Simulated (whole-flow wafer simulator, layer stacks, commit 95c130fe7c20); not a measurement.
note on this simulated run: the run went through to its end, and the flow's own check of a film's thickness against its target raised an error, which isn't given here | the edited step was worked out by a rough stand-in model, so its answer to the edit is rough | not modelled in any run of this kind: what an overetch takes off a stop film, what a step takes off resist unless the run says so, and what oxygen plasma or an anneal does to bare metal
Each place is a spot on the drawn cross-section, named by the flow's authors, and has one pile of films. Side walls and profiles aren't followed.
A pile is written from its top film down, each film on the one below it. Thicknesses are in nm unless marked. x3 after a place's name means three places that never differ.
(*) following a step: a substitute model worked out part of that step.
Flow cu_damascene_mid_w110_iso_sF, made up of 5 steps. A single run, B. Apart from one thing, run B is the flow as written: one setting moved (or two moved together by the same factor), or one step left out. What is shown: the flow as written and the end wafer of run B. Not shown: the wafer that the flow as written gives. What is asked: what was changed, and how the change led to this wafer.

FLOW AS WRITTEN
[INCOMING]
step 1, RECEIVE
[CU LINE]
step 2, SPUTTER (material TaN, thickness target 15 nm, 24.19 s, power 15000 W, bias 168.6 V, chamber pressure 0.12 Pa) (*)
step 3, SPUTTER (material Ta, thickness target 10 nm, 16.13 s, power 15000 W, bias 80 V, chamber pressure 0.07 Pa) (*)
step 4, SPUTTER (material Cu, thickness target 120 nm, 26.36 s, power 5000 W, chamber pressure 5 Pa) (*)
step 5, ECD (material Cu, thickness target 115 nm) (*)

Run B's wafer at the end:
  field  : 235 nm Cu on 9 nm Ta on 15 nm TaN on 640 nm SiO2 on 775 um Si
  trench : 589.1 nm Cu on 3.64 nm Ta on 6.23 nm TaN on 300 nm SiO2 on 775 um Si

Cause: step 3, SPUTTER: thickness target 9 nm was run, though the flow has thickness target 10 nm; step 3, SPUTTER: 14.52 s was run, where the flow has 16.13 s.
The wafer lets one read it off: field has Ta 9, and step 3 as written asks for 10 nm.

Step by step, how the change led to this:
  step 3, SPUTTER (material Ta, thickness target 10 nm, 16.13 s, power 15000 W, bias 80 V, chamber pressure 0.07 Pa) (*)
      field: Ta gains 9 (new film) (in the flow as written it would be: Ta gains 10 (new film))
